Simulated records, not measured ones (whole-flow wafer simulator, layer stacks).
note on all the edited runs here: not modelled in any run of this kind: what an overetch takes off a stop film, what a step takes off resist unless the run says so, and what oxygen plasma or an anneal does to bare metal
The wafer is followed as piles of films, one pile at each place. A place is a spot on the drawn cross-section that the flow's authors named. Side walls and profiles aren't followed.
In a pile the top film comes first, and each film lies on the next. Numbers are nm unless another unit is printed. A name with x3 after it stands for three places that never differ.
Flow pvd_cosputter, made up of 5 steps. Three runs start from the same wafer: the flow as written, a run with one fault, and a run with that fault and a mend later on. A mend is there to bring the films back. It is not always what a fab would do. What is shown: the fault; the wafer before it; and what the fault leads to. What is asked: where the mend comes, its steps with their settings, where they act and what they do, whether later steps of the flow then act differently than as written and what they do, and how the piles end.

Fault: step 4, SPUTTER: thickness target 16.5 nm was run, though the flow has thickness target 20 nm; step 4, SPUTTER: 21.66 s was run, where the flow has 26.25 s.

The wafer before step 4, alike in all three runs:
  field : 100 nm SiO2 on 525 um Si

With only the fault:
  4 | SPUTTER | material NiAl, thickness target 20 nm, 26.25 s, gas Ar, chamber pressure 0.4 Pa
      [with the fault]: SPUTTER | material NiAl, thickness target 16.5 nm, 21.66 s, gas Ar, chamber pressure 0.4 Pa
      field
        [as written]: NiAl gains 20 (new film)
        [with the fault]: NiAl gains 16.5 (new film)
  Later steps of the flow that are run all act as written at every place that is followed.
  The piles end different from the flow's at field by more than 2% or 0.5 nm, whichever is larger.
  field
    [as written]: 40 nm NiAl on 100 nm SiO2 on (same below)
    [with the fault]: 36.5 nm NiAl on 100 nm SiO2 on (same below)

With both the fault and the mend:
  The mend stands after step 4.
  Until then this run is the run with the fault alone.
  4a | SPUTTER | material NiAl, thickness target 3.5 nm, 4.594 s, gas Ar, chamber pressure 0.4 Pa (the flow's step 4 again, with other settings)
      field
        NiAl gains 3.5
  Later steps of the flow that are run all act as written at every place that is followed.
  The piles end the same as the flow's at every place that both follow.
